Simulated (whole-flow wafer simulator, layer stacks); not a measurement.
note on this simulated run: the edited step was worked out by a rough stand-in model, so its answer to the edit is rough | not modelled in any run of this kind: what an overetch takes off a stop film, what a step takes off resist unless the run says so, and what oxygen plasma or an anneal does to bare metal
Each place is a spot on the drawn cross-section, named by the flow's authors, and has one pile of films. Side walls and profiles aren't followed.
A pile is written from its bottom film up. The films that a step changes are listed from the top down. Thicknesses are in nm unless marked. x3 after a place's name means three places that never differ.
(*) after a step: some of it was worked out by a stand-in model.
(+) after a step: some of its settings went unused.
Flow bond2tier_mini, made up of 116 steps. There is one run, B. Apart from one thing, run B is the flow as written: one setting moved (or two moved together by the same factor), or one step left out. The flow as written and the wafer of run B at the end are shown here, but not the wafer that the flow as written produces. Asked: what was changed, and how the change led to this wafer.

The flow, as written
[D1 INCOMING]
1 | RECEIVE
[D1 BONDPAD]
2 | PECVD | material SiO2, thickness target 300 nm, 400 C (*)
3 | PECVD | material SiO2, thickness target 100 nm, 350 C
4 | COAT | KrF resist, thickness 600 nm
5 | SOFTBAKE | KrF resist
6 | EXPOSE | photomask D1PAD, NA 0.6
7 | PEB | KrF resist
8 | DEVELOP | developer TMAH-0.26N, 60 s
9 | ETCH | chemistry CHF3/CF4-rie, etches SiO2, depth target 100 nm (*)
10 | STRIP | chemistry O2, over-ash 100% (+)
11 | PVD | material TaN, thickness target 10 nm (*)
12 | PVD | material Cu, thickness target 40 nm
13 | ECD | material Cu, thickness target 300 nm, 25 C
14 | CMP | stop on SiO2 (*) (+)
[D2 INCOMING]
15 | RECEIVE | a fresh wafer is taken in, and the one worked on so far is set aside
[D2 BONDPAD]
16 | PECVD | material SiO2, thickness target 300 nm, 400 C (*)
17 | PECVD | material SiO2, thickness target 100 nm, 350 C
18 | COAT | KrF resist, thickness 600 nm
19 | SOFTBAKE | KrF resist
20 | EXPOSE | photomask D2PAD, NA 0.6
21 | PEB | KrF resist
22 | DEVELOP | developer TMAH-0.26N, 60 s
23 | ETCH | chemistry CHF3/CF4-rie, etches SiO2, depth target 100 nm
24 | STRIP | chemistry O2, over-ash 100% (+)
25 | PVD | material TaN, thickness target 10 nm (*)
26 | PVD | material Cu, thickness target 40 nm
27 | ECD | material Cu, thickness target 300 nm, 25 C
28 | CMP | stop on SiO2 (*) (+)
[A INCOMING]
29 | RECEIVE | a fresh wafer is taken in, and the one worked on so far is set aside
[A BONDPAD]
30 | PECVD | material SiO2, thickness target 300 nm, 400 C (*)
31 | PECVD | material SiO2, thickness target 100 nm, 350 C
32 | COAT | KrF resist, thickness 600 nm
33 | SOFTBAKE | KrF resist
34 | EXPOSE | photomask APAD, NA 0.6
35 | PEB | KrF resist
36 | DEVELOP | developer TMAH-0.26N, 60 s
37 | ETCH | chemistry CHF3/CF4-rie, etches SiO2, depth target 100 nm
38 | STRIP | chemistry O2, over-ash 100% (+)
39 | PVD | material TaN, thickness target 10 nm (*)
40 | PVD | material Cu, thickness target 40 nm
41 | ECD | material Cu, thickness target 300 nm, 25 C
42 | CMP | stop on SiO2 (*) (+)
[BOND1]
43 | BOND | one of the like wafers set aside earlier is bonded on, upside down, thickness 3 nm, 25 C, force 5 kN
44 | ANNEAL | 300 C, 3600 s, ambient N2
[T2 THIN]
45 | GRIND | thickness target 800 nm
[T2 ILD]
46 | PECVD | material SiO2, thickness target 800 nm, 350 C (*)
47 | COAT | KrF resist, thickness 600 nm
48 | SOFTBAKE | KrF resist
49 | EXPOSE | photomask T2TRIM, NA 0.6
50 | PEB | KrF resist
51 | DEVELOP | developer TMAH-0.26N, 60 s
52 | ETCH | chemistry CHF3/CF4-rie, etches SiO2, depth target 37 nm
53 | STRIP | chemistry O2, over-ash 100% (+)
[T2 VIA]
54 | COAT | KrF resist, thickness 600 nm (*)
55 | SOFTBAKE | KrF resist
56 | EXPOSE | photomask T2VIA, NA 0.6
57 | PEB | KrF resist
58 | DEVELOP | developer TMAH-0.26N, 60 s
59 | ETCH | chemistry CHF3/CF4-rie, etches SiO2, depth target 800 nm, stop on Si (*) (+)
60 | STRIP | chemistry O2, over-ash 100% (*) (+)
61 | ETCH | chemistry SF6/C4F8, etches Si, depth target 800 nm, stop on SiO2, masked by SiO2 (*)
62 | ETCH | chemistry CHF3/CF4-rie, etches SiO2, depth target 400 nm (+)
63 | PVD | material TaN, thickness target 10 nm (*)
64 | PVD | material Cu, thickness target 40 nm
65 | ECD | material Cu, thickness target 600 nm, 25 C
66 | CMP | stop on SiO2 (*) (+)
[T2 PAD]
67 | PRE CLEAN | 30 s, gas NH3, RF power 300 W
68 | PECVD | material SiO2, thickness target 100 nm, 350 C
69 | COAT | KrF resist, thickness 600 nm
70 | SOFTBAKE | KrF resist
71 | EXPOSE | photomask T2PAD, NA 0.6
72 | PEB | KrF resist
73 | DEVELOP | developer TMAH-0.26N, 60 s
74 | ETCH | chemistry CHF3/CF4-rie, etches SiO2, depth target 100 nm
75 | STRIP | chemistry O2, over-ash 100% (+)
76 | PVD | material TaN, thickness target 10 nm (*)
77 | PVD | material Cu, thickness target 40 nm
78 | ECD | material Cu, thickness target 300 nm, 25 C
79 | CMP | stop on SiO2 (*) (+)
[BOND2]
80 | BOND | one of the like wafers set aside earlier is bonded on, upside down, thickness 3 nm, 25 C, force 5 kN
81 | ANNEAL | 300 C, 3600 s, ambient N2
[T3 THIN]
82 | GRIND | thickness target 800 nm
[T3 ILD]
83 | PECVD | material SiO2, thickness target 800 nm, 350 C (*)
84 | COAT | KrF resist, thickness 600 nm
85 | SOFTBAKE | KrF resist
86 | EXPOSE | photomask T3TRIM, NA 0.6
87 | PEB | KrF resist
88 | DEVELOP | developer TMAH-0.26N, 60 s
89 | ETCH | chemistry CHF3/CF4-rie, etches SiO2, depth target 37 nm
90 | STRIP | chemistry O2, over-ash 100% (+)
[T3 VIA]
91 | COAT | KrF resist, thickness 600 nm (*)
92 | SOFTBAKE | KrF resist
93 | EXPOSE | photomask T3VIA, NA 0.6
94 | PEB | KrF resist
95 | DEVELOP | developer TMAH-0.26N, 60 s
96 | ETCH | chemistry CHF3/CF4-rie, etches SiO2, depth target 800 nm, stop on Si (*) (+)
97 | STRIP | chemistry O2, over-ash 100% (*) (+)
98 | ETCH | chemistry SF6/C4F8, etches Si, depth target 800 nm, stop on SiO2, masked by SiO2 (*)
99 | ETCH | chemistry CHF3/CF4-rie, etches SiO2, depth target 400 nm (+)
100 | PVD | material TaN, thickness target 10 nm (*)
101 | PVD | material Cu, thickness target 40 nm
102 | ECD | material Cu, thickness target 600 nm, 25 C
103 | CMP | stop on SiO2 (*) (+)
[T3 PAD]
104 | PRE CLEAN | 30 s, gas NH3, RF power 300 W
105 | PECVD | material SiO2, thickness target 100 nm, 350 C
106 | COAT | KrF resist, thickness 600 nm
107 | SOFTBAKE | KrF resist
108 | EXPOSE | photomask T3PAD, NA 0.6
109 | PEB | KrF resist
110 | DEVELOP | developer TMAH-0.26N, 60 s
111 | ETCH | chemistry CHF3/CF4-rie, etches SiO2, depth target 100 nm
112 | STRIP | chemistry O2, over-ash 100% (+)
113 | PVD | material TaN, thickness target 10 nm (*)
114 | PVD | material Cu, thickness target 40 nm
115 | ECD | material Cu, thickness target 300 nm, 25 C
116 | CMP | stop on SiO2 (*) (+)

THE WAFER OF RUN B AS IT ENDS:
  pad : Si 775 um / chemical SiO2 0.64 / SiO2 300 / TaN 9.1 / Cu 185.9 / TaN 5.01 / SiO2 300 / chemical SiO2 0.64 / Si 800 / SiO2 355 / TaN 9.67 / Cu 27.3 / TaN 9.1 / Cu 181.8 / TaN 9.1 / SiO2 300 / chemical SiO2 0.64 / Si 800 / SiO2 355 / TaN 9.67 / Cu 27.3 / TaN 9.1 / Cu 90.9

What caused this: step 11, PVD: thickness target 5.5 nm was run, while the flow as written has thickness target 10 nm.

How this came from the change, step by step:
  11 | PVD | material TaN, thickness target 10 nm (*)
      field: +5.5 TaN (new film) (in the flow as written it would be: +10 TaN (new film))
      pad: +5.01 TaN (new film) (in the flow as written it would be: +9.1 TaN (new film))
      (as well as at 1 more place)
  14 | CMP | stop on SiO2 (*) (+)
      field: -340 Cu (all of it), -5.5 TaN (all of it) (in the flow as written it would be: -340 Cu (all of it), -10 TaN (all of it))
  43 | BOND | one of the like wafers set aside earlier is bonded on, upside down, thickness 3 nm, 25 C, force 5 kN
      pad: +775 um Si (new film), +0.64 chemical SiO2 (new film), +300 SiO2 (new film), +5.01 TaN (new film), +95 Cu (in the flow as written it would be: +775 um Si (new film), +0.64 chemical SiO2 (new film), +300 SiO2 (new film), +9.1 TaN (new film), +90.9 Cu)
      via: +775 um Si (new film), +0.64 chemical SiO2 (new film), +300 SiO2 (new film), +5.49 TaN (new film), +94.5 Cu (in the flow as written it would be: +775 um Si (new film), +0.64 chemical SiO2 (new film), +300 SiO2 (new film), +9.97 TaN (new film), +90 Cu)
